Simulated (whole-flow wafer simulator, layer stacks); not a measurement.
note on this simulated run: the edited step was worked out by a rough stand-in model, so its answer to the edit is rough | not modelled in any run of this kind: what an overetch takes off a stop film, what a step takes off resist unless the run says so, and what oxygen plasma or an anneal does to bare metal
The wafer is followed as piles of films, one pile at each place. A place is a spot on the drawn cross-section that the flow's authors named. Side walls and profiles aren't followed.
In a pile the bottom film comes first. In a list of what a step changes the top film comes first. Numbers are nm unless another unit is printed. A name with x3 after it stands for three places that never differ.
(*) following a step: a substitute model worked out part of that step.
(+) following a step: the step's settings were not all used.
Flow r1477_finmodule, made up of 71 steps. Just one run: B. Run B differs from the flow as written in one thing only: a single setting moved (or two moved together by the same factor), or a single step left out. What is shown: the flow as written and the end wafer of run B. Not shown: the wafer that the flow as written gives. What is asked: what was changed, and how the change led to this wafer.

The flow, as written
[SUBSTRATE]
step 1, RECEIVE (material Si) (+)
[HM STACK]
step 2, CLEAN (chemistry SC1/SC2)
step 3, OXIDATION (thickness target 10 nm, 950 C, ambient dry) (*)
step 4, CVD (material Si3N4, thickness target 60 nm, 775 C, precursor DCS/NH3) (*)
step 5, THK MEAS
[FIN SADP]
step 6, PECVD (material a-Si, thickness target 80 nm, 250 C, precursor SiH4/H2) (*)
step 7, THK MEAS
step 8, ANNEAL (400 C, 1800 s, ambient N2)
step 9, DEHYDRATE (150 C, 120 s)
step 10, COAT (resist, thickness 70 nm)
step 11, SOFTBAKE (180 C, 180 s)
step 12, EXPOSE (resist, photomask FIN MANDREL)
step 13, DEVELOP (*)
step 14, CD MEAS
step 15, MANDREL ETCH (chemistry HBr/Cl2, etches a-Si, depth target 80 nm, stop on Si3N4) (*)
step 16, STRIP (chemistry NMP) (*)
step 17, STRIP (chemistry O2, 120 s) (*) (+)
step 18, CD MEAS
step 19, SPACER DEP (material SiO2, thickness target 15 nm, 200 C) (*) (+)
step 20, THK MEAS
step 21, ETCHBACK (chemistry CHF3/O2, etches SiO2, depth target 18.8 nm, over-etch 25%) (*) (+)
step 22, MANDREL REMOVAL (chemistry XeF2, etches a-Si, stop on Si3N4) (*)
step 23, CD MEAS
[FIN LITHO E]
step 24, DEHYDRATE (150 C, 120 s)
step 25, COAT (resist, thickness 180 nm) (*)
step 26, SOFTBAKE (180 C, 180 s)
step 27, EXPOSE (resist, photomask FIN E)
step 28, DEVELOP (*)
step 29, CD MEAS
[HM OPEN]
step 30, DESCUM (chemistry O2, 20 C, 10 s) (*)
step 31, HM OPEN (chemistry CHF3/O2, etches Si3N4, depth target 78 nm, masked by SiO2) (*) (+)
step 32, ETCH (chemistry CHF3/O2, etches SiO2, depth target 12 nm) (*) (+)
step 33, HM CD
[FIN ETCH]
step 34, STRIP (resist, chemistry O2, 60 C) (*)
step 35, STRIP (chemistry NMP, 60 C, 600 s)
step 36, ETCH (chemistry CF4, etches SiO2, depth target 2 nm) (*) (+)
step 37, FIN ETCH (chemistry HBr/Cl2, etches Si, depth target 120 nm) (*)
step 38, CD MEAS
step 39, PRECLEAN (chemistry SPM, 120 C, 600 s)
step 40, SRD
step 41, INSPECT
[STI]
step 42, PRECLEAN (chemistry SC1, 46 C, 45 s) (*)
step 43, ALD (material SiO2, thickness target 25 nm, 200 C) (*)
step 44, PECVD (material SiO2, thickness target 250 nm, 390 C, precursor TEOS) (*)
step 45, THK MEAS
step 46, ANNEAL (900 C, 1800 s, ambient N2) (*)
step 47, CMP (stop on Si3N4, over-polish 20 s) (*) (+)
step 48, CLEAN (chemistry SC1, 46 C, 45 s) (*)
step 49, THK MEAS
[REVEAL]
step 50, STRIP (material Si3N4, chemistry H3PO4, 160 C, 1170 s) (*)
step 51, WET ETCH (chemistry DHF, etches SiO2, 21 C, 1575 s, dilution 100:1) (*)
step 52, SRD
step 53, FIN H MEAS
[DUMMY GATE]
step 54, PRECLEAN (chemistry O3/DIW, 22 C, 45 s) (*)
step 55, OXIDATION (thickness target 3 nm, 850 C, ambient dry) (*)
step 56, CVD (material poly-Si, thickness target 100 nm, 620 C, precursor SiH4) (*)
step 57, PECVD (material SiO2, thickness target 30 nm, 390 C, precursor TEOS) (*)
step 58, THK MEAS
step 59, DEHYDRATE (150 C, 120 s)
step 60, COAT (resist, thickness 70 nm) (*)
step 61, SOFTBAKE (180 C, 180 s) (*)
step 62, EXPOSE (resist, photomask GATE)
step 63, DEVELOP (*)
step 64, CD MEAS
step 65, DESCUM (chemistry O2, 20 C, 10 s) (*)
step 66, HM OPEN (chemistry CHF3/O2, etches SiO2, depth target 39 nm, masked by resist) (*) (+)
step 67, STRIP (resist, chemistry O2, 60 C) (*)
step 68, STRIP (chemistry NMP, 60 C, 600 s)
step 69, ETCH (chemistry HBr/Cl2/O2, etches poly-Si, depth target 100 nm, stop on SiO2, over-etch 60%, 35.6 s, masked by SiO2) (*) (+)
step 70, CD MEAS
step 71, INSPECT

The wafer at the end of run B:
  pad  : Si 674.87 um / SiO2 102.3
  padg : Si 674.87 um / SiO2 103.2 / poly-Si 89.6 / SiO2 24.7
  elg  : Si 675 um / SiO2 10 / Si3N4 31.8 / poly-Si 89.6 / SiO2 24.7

What caused this: step 56, CVD: thickness target 89.6 nm was run, whereas the flow has thickness target 100 nm.
One can read it off the wafer: padg has poly-Si 89.6, and step 56 as written asks for 100 nm.

The path from the change to this, step by step:
  step 56, CVD (material poly-Si, thickness target 100 nm, 620 C, precursor SiH4) (*)
      pad, padg, elg and 26 more: +89.6 poly-Si (new film) (as written it would have been: +100 poly-Si (new film))
      s40cg, s40co: +103.3 poly-Si (new film) (as written it would have been: +113.9 poly-Si (new film))
      (as well as at 5 more places)
  step 69, ETCH (chemistry HBr/Cl2/O2, etches poly-Si, depth target 100 nm, stop on SiO2, over-etch 60%, 35.6 s, masked by SiO2) (*) (+)
      pad, eso, e40so and 8 more: -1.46 chemical SiO2 (all of it), -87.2 poly-Si (all of it), -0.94 SiO2 (as written it would have been: -1.46 chemical SiO2 (all of it), -97.6 poly-Si (all of it), -0.42 SiO2)
      elo, e40lo, e100lo, e200lo: -1.46 chemical SiO2 (all of it), -87.2 poly-Si (all of it), -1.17 Si3N4 (as written it would have been: -1.46 chemical SiO2 (all of it), -97.6 poly-Si (all of it), -0.22 Si3N4)
      (as well as at 3 more places)
